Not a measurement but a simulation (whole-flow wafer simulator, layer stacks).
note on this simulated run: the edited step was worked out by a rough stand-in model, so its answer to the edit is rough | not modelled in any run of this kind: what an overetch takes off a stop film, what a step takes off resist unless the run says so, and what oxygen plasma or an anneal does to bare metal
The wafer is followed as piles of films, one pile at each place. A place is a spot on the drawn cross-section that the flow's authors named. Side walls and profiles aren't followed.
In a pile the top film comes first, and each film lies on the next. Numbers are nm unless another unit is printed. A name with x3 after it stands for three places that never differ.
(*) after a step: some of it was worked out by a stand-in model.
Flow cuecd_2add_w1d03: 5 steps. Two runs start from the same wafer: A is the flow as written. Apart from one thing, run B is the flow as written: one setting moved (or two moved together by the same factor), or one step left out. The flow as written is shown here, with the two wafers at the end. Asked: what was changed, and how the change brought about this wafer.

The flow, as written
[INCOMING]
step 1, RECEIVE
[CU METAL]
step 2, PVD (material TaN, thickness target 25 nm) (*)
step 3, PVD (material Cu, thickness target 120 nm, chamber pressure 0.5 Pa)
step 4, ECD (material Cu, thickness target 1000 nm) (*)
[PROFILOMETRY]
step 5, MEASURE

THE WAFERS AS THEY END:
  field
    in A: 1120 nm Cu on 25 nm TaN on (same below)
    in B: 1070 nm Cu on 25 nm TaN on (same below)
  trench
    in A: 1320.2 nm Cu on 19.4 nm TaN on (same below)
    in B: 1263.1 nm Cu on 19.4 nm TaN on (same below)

The reason: step 4, ECD: thickness target 950 nm was run, while the flow as written has thickness target 1000 nm.

The path from the change to this, step by step:
  step 4, ECD (material Cu, thickness target 1000 nm) (*)
      field: A +1000 Cu | B +950 Cu
      trench: A +1226.8 Cu | B +1169.7 Cu
